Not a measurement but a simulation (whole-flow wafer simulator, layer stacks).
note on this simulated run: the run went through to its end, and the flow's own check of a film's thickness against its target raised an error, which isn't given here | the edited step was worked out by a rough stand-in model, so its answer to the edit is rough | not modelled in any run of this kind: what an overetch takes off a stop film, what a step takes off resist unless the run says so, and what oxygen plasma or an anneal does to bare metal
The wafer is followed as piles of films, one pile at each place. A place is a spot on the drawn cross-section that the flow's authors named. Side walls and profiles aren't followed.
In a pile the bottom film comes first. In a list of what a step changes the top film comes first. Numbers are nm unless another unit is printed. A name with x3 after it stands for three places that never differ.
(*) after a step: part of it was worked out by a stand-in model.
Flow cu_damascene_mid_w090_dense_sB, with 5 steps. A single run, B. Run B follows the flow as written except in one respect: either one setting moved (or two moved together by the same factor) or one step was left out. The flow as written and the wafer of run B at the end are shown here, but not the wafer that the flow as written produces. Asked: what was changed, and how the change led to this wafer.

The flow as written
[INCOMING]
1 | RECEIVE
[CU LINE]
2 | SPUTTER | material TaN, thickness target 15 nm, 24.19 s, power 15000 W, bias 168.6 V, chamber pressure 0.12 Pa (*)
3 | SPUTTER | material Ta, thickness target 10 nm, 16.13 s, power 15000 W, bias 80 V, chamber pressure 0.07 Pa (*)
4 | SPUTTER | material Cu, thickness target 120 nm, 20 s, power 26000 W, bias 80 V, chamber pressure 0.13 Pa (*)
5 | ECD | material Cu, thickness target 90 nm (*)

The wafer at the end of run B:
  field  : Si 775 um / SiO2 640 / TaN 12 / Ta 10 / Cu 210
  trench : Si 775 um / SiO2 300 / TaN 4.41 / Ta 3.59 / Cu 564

Cause: step 2, SPUTTER: power 12000 W was run, whereas the flow has power 15000 W.

How this came from the change, step by step:
  2 | SPUTTER | material TaN, thickness target 15 nm, 24.19 s, power 15000 W, bias 168.6 V, chamber pressure 0.12 Pa (*)
      field: +12 TaN (new film) (it would be, as written: +15 TaN (new film))
      trench: +4.41 TaN (new film) (it would be, as written: +5.51 TaN (new film))
